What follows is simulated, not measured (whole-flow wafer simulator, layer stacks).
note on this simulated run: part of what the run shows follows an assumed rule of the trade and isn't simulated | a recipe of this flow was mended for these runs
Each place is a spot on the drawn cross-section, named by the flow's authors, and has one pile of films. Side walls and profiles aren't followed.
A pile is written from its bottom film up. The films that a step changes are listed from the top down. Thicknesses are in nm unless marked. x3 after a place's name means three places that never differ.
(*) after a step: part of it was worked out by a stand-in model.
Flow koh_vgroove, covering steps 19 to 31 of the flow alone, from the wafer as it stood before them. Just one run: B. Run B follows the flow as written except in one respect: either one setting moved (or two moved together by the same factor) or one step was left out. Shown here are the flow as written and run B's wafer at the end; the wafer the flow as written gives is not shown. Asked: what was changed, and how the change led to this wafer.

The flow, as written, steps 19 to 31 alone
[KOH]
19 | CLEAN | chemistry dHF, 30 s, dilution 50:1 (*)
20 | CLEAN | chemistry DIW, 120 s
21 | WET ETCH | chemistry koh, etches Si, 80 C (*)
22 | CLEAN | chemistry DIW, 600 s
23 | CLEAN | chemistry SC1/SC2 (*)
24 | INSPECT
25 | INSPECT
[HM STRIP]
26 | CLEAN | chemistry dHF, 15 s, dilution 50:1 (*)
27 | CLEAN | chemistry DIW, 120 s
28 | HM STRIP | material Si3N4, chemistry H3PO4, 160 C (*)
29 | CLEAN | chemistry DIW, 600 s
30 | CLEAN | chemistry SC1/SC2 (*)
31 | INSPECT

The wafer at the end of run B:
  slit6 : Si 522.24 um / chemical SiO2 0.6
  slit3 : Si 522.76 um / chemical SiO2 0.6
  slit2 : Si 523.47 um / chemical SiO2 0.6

The reason: step 21, WET ETCH: 74.3 C was run, though the flow has 80 C.

How this came from the change, step by step:
  21 | WET ETCH | chemistry koh, etches Si, 80 C (*)
      slit6, slit20: -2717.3 Si (as written it would have been: -3727.8 Si)
